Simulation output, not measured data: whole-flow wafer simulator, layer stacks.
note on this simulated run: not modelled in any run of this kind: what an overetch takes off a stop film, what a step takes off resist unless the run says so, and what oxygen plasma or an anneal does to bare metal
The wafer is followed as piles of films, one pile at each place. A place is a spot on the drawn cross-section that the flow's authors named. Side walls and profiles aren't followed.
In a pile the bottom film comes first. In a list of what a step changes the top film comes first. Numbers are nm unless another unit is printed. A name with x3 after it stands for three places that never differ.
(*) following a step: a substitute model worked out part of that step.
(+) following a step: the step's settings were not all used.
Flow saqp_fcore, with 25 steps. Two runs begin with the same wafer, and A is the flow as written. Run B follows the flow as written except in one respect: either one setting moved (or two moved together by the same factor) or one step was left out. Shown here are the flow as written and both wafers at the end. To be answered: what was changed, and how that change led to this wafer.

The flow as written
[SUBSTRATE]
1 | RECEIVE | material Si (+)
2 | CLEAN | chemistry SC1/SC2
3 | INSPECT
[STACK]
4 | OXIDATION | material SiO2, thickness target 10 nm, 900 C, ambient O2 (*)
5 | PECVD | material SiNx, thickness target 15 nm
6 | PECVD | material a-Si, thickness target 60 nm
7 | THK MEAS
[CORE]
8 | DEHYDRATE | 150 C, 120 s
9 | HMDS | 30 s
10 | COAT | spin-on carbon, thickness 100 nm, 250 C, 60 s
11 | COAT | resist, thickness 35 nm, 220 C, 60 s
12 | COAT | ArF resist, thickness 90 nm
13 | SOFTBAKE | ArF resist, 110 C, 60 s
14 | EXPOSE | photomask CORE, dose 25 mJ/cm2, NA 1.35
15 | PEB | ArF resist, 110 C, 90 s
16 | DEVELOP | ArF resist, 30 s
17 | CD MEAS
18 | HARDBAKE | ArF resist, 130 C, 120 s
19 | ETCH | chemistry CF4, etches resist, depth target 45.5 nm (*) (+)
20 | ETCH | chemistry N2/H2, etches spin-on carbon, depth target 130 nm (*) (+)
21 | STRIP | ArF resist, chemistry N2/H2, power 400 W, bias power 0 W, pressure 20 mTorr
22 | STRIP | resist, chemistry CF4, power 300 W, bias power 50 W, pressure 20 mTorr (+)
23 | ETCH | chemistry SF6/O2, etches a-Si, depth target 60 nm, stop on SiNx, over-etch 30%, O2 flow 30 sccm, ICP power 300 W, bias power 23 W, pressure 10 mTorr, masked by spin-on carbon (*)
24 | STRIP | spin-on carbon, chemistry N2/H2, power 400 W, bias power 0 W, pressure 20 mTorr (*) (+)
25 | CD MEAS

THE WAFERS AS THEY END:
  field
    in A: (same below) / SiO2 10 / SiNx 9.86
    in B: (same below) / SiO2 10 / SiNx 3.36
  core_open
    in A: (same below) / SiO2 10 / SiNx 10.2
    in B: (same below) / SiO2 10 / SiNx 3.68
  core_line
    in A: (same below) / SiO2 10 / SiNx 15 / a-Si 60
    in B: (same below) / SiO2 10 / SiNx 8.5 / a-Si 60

The reason: step 5, PECVD: thickness target 8.5 nm was run, though the flow has thickness target 15 nm.
The wafer itself shows it: core_line has SiNx 8.5, and step 5 as written asks for 15 nm.

Step by step, how the change led to this:
  5 | PECVD | material SiNx, thickness target 15 nm
      field, core_open, core_line: A +15 SiNx (new film) | B +8.5 SiNx (new film)
